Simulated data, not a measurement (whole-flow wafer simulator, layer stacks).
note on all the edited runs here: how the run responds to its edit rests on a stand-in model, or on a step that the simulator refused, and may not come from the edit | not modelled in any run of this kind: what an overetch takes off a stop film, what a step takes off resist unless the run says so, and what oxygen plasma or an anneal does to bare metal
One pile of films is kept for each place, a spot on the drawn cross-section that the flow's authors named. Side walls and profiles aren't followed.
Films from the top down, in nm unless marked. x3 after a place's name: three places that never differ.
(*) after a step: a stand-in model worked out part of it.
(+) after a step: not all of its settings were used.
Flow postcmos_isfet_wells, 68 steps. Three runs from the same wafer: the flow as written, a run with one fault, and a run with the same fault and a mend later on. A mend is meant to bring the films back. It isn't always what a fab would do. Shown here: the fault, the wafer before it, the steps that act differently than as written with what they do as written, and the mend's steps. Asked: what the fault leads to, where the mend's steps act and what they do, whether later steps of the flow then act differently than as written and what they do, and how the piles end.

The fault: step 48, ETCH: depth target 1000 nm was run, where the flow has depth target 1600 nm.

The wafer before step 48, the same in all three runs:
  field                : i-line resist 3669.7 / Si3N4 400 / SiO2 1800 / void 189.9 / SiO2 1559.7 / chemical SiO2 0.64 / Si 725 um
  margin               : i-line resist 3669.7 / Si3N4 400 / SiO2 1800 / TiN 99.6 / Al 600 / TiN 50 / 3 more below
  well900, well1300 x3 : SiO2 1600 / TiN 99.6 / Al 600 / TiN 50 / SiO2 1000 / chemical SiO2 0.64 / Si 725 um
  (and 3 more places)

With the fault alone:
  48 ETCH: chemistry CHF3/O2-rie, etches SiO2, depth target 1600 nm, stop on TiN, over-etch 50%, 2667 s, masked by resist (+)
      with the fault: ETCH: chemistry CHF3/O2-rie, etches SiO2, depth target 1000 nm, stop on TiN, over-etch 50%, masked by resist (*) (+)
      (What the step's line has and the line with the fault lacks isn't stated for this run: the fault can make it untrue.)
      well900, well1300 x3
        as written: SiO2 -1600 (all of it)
        with the fault: SiO2 -1500
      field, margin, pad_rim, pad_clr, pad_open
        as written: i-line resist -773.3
        with the fault: i-line resist -483.3
  Later steps of the flow that act differently than as written (3 more steps differ only slightly, by at most 2% or 0.5 nm, whichever is larger, and aren't shown):
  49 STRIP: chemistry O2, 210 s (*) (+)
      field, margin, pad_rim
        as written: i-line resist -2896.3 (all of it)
        with the fault: i-line resist -3186.3 (all of it)
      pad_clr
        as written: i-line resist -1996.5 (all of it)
        with the fault: i-line resist -2286.5 (all of it)
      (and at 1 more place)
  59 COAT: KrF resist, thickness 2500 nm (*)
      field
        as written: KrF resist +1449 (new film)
        with the fault: KrF resist +1497 (new film)
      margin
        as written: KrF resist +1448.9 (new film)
        with the fault: KrF resist +1496.9 (new film)
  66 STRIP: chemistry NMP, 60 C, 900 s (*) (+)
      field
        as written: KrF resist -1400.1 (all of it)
        with the fault: KrF resist -1447.8 (all of it)
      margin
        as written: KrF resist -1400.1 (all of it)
        with the fault: KrF resist -1447.7 (all of it)
  At the end the piles differ from the flow's by more than 2% or 0.5 nm, whichever is larger, at well900, well1300 x3.
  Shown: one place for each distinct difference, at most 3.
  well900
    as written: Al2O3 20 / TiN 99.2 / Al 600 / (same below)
    with the fault: Al2O3 20 / SiO2 100 / TiN 99.6 / Al 600 / (same below)

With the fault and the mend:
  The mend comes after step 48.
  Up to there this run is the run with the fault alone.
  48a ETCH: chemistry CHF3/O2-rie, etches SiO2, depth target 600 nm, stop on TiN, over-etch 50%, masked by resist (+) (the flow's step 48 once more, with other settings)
      field, margin, pad_rim, pad_clr, pad_open
        i-line resist -290
      well900, well1300 x3
        SiO2 -100 (all of it)
  No later step of the flow acts differently than as written at any place that is followed.
  At the end the piles are the same as the flow's at every place that both follow.
